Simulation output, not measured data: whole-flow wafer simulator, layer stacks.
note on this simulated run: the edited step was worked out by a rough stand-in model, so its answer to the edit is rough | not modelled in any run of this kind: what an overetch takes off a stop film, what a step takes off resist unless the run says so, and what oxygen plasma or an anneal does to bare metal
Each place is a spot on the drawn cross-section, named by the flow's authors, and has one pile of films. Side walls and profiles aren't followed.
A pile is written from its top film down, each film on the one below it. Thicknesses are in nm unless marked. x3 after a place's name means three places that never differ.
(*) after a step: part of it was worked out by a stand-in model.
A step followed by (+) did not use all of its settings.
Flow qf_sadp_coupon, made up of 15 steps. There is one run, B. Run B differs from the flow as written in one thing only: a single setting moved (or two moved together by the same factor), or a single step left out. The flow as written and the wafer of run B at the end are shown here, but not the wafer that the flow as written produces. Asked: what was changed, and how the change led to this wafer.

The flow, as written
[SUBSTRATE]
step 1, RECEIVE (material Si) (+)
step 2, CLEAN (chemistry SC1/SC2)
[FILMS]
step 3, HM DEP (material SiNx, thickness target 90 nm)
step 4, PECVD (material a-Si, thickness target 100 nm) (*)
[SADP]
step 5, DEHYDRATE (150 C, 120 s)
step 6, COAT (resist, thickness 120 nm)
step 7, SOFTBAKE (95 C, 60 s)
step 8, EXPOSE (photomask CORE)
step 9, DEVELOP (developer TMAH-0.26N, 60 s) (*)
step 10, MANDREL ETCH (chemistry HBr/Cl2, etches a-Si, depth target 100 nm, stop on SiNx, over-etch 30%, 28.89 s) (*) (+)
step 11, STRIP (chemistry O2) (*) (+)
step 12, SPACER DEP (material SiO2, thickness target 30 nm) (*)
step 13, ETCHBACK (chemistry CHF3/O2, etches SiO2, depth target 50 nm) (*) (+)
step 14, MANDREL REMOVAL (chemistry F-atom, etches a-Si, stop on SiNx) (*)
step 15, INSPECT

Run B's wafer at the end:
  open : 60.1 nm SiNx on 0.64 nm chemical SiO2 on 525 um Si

What caused this: step 4, PECVD: thickness target 54 nm was run, whereas the flow has thickness target 100 nm.

Step by step, how the change led to this:
  step 4, PECVD (material a-Si, thickness target 100 nm) (*)
      m, open: a-Si gains 54 (new film) (it would be, as written: a-Si gains 100 (new film))
  step 10, MANDREL ETCH (chemistry HBr/Cl2, etches a-Si, depth target 100 nm, stop on SiNx, over-etch 30%, 28.89 s) (*) (+)
      open: a-Si loses 54 (all of it), SiNx loses 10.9 (it would be, as written: a-Si loses 100 (all of it), SiNx loses 4.29)
  step 14, MANDREL REMOVAL (chemistry F-atom, etches a-Si, stop on SiNx) (*)
      m: a-Si loses 49.8 (all of it) (it would be, as written: a-Si loses 95.8 (all of it))
